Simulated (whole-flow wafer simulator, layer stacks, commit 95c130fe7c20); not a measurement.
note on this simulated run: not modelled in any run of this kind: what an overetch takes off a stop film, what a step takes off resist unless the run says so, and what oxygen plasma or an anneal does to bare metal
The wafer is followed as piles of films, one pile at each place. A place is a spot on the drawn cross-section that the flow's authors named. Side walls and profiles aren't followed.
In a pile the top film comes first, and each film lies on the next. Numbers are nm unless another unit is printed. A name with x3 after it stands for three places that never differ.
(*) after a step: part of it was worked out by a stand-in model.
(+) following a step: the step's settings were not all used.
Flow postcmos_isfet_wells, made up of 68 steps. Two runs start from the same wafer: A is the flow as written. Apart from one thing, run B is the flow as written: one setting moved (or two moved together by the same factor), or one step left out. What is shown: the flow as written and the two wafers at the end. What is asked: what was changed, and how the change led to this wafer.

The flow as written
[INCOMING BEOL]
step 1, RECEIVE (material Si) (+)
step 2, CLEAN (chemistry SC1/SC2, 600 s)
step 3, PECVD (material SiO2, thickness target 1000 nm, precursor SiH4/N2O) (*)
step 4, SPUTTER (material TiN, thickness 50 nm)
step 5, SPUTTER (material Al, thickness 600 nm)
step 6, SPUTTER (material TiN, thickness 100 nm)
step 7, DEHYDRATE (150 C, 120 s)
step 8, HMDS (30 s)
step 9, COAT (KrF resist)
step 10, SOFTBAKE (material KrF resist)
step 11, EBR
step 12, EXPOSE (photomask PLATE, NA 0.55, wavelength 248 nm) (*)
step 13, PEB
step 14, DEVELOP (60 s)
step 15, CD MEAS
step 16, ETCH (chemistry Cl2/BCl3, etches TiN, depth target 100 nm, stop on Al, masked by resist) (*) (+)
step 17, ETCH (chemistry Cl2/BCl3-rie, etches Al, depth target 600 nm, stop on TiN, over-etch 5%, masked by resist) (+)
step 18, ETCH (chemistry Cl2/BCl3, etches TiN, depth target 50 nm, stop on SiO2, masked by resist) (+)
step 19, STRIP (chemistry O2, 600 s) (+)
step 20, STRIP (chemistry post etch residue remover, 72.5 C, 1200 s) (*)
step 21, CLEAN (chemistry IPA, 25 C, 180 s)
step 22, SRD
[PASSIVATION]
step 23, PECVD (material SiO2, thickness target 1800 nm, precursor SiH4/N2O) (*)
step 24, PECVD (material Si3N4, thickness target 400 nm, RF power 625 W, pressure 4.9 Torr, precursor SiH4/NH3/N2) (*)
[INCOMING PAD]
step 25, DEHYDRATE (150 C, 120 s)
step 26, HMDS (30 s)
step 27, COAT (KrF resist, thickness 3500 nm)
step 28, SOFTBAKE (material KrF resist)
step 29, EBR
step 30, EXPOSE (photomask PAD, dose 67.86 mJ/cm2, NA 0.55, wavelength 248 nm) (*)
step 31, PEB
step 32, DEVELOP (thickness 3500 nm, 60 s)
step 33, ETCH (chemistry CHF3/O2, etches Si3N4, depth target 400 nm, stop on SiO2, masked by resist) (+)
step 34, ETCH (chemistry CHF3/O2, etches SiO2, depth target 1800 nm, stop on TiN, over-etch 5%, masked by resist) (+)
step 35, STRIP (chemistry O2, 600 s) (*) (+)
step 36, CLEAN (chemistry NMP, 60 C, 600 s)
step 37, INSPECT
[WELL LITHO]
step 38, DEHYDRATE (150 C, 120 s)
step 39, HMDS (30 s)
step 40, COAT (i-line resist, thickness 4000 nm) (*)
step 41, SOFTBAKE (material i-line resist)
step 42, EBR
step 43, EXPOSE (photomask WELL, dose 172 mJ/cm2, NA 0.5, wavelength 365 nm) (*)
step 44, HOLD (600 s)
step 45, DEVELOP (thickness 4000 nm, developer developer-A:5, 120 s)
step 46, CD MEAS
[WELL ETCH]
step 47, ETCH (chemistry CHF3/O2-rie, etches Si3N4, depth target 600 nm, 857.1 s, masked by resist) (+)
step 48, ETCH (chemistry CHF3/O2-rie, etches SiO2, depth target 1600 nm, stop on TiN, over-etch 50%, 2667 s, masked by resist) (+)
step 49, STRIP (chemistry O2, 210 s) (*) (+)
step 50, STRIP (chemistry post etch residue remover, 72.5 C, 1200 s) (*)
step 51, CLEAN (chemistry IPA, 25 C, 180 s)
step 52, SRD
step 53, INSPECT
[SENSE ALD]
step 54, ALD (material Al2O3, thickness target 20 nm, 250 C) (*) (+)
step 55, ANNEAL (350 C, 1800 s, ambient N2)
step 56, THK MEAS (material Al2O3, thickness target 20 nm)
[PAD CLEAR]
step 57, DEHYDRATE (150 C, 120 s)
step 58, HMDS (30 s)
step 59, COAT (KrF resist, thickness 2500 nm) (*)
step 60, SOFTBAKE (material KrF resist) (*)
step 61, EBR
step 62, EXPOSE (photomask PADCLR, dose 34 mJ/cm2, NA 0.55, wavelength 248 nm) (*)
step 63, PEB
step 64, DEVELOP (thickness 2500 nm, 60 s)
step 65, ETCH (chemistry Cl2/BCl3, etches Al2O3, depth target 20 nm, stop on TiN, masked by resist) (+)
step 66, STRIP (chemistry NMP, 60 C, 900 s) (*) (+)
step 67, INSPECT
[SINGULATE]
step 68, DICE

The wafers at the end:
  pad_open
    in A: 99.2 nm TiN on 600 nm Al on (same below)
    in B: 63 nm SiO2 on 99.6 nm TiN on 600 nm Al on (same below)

The reason: step 33, ETCH: depth target 340 nm was run, whereas the flow has depth target 400 nm.

How this came from the change, step by step:
  step 33, ETCH (chemistry CHF3/O2, etches Si3N4, depth target 400 nm, stop on SiO2, masked by resist) (+)
      pad_open: A -400 Si3N4 (all of it) | B -340 Si3N4
      field, margin, well900, well1300 x3, pad_rim, pad_clr: A -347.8 KrF resist | B -295.7 KrF resist
  step 34, ETCH (chemistry CHF3/O2, etches SiO2, depth target 1800 nm, stop on TiN, over-etch 5%, masked by resist) (+)
      pad_open: A -1800 SiO2 (all of it) | B -60 Si3N4 (all of it), -1737 SiO2
  step 35, STRIP (chemistry O2, 600 s) (*) (+)
      field, margin, well900, well1300 x3, pad_rim, pad_clr: A -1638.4 KrF resist (all of it) | B -1690.6 KrF resist (all of it)
  step 41, SOFTBAKE (material i-line resist)
      pad_clr: A -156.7 i-line resist | B -150.4 i-line resist
      pad_open: A +115.3 i-line resist | B +112.5 i-line resist
